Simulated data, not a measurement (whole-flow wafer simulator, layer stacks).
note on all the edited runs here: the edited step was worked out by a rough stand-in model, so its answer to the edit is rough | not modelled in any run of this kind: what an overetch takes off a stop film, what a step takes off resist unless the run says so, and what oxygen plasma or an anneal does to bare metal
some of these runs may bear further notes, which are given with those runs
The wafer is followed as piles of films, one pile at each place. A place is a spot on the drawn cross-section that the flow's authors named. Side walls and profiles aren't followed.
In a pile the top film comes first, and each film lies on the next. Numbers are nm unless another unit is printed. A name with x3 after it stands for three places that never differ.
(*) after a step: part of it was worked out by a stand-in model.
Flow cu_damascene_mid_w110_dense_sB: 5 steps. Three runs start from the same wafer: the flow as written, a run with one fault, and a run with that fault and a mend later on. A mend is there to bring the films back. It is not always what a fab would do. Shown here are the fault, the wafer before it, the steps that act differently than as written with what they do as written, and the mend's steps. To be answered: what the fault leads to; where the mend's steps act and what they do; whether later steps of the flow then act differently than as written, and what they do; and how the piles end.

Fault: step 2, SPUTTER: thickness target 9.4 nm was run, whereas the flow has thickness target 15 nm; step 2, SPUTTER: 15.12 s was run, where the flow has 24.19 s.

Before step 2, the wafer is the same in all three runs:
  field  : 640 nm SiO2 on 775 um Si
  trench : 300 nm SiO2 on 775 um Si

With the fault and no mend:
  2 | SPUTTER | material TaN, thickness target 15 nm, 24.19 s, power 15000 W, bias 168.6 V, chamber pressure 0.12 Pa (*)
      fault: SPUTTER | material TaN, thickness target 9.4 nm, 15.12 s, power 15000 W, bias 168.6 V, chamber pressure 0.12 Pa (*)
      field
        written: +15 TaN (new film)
        fault: +9.4 TaN (new film)
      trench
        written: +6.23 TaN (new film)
        fault: +3.9 TaN (new film)
  Later steps of the flow that are run all act as written at every place that is followed, up to a difference of at most 2% or 0.5 nm, whichever is larger.
  The piles end different from the flow's at field, trench by more than 2% or 0.5 nm, whichever is larger.
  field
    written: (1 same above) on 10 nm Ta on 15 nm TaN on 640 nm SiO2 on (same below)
    fault: (1 same above) on 10 nm Ta on 9.4 nm TaN on 640 nm SiO2 on (same below)
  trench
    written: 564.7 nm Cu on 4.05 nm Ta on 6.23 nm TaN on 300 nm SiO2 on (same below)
    fault: 561.4 nm Cu on 4.12 nm Ta on 3.9 nm TaN on 300 nm SiO2 on (same below)

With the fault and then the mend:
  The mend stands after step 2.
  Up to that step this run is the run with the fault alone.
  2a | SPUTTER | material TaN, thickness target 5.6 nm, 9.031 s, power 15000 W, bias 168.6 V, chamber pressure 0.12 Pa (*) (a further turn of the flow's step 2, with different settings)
      field
        +5.6 TaN
      trench
        +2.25 TaN
  Later steps of the flow that are run all act as written at every place that is followed, up to a difference of at most 2% or 0.5 nm, whichever is larger.
  When the end is reached, the piles differ only a little from the flow's at the places that both follow, at most by 2% or 0.5 nm, whichever is larger.
